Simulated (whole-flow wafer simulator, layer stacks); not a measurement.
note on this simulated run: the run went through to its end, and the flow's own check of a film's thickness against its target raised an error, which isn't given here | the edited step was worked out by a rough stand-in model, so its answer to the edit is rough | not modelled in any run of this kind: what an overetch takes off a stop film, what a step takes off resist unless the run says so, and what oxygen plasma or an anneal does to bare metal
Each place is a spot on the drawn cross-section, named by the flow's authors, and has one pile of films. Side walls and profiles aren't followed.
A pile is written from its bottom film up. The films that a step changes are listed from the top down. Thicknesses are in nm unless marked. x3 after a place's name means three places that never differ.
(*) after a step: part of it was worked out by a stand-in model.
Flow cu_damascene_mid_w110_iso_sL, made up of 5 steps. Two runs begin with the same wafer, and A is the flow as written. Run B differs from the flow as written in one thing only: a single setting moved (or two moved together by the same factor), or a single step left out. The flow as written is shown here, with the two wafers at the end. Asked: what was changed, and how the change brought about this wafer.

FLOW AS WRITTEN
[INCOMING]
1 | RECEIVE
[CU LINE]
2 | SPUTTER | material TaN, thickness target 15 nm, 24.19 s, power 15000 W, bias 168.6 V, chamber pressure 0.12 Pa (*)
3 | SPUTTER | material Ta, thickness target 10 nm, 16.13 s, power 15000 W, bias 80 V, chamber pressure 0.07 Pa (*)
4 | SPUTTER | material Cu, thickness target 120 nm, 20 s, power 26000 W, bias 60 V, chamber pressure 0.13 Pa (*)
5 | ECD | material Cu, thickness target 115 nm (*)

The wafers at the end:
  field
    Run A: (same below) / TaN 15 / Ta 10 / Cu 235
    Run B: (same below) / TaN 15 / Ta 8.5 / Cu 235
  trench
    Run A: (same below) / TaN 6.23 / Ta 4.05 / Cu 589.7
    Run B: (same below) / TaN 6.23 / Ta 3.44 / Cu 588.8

The reason: step 3, SPUTTER: thickness target 8.5 nm was run, whereas the flow has thickness target 10 nm; step 3, SPUTTER: 13.71 s was run, where the flow has 16.13 s.
The wafer lets one read it off: field has Ta 8.5, and step 3 as written asks for 10 nm.

The path from the change to this, step by step:
  3 | SPUTTER | material Ta, thickness target 10 nm, 16.13 s, power 15000 W, bias 80 V, chamber pressure 0.07 Pa (*)
      field: A Ta gains 10 (new film) | B Ta gains 8.5 (new film)
      trench: A Ta gains 4.05 (new film) | B Ta gains 3.44 (new film)
